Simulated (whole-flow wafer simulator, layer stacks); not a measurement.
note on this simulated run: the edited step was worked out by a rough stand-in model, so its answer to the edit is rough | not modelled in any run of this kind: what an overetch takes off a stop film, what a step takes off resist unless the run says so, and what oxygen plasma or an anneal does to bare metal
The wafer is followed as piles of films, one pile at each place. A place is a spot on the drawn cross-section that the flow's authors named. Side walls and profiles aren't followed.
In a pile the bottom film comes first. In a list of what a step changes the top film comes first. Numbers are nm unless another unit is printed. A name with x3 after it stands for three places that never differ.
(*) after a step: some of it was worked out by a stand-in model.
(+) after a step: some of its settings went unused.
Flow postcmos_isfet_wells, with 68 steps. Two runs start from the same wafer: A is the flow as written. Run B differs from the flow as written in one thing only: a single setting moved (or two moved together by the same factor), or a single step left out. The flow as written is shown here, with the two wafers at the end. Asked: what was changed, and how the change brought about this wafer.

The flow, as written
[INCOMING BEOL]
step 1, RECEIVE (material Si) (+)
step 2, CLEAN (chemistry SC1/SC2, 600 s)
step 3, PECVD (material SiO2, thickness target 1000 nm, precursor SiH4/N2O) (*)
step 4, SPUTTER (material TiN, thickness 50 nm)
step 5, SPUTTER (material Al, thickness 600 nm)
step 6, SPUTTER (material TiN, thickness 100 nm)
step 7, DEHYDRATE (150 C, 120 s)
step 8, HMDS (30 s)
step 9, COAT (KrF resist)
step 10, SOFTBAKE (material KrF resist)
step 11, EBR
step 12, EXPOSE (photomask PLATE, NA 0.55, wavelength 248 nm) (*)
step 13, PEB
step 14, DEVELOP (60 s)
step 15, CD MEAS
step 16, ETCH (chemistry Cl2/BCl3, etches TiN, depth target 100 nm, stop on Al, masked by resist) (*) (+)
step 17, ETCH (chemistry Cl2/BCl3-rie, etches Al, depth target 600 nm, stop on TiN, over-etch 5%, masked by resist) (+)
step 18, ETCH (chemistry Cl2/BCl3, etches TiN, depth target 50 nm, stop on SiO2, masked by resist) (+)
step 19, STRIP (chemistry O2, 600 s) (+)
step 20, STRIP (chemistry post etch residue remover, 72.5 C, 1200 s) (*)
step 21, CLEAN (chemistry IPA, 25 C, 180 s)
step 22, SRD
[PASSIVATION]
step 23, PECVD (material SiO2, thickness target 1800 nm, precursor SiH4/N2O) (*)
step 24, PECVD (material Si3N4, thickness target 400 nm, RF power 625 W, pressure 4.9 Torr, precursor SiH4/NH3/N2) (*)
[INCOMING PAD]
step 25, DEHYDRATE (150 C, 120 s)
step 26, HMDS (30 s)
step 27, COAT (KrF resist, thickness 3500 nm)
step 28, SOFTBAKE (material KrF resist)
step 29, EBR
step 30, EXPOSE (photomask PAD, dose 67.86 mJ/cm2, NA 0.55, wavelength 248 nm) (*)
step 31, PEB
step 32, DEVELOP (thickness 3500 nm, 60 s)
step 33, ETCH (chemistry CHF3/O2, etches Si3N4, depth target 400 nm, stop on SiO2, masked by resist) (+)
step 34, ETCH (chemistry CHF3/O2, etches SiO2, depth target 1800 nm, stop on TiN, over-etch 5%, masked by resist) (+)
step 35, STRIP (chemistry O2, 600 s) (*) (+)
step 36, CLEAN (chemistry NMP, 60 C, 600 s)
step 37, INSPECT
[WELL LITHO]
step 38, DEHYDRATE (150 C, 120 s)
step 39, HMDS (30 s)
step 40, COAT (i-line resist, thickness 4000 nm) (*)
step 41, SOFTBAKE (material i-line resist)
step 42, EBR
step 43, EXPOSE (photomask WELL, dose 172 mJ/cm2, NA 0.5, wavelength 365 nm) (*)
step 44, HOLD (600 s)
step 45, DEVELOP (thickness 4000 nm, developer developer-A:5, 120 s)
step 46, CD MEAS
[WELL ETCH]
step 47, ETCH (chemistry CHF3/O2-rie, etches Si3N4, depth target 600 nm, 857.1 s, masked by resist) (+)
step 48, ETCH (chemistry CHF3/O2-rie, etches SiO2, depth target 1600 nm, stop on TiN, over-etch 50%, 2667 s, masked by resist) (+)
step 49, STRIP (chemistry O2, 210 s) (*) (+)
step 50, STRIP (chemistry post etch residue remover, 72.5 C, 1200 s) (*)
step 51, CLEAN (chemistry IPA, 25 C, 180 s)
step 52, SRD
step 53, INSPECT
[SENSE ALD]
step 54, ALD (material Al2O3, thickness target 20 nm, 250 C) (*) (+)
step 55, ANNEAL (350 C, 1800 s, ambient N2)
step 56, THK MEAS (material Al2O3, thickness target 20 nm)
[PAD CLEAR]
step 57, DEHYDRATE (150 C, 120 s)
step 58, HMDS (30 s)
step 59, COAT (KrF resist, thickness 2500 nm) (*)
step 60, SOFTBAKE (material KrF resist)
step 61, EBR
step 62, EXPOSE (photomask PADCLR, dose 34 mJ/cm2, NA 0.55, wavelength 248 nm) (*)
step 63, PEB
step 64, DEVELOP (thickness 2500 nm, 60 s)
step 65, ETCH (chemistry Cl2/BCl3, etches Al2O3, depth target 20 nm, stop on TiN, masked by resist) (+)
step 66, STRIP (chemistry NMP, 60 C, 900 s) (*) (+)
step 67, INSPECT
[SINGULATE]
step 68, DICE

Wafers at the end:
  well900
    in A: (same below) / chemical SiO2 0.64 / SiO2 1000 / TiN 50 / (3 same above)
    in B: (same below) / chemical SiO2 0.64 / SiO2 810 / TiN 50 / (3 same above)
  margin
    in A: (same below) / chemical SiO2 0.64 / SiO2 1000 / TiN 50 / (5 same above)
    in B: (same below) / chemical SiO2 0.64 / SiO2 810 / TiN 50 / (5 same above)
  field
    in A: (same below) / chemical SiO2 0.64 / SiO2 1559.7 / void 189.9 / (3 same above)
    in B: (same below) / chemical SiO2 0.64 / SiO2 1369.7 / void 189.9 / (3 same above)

The reason: step 3, PECVD: thickness target 810 nm was run, though the flow has thickness target 1000 nm.
The wafer itself shows it: well900 has SiO2 810, and step 3 as written asks for 1000 nm.

The path from the change to this, step by step:
  step 3, PECVD (material SiO2, thickness target 1000 nm, precursor SiH4/N2O) (*)
      field, margin, well900, well1300 x3, pad_rim, pad_clr, pad_open: A SiO2 gains 1000 (new film) | B SiO2 gains 810 (new film)
